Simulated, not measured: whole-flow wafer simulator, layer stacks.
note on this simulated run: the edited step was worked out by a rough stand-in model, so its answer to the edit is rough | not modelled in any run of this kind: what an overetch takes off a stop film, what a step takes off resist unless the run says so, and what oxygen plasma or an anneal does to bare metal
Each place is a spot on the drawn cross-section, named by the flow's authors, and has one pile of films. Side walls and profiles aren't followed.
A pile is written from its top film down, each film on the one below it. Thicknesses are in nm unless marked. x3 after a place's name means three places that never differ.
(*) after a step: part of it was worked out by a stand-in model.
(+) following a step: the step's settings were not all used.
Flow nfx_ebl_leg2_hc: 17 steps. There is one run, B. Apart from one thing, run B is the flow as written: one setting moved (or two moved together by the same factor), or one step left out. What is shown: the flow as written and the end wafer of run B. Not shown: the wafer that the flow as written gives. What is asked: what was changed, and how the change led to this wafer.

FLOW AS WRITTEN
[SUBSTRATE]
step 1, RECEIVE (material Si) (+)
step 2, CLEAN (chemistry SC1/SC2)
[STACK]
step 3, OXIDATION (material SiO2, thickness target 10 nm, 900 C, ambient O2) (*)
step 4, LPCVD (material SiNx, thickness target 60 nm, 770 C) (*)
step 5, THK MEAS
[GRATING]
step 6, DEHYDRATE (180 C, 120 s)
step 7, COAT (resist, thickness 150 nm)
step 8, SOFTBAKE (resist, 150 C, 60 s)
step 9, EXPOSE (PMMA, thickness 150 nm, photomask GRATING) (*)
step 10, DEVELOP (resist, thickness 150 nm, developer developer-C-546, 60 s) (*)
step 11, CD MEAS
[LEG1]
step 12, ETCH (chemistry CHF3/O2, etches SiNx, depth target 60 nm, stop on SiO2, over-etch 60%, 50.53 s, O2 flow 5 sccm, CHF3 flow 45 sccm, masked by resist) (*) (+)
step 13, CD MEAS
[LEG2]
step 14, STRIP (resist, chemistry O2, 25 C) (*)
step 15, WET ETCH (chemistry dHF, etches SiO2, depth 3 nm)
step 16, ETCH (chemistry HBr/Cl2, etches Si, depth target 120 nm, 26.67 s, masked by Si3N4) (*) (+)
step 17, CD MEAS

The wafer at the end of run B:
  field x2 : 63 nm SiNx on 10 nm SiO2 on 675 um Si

What caused this: step 4, LPCVD: thickness target 74.4 nm was run, while the flow as written has thickness target 60 nm.

The path from the change to this, step by step:
  step 4, LPCVD (material SiNx, thickness target 60 nm, 770 C) (*)
      field x2, pad x2: +74.4 SiNx (new film) (in the flow as written it would be: +60 SiNx (new film))
  step 12, ETCH (chemistry CHF3/O2, etches SiNx, depth target 60 nm, stop on SiO2, over-etch 60%, 50.53 s, O2 flow 5 sccm, CHF3 flow 45 sccm, masked by resist) (*) (+)
      pad x2: -74.4 SiNx (all of it), -10 SiO2 (all of it) (in the flow as written it would be: -60 SiNx (all of it), -10 SiO2 (all of it))
